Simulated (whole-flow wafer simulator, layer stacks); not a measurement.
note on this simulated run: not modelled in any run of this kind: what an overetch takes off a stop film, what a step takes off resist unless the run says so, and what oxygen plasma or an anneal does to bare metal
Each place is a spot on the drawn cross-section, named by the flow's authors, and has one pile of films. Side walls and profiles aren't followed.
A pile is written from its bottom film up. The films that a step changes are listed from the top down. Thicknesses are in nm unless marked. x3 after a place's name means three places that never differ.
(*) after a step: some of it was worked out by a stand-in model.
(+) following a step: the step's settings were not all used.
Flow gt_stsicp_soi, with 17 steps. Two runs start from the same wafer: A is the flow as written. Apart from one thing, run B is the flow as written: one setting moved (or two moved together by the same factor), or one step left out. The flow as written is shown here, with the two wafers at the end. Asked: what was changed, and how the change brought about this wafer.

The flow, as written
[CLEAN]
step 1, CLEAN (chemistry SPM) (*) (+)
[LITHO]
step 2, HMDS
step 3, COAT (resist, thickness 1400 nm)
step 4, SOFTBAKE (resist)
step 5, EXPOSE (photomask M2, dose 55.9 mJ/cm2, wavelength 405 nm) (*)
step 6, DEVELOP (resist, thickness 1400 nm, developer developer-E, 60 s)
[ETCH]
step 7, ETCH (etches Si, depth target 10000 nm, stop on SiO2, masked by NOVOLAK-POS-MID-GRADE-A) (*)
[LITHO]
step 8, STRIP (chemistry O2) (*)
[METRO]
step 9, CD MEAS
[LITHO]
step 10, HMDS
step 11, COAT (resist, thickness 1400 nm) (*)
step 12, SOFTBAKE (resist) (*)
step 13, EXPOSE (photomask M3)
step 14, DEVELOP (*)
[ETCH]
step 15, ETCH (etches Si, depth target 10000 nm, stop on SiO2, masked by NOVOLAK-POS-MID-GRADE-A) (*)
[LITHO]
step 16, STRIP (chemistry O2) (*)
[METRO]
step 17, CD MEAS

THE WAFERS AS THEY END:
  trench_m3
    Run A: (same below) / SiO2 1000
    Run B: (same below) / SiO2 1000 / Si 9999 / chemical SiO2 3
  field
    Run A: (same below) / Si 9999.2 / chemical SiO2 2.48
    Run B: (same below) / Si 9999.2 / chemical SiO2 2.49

Cause: step 15, ETCH: etches Si, depth target 10000 nm, stop on SiO2, masked by NOVOLAK-POS-MID-GRADE-A (*), was omitted.

The path from the change to this, step by step:
  step 16, STRIP (chemistry O2) (*)
      trench_m3: A nothing | B +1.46 chemical SiO2, -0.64 Si
      field: A -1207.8 resist (all of it), +0.94 chemical SiO2, -0.41 Si | B -1332.8 resist (all of it), +0.95 chemical SiO2, -0.42 Si
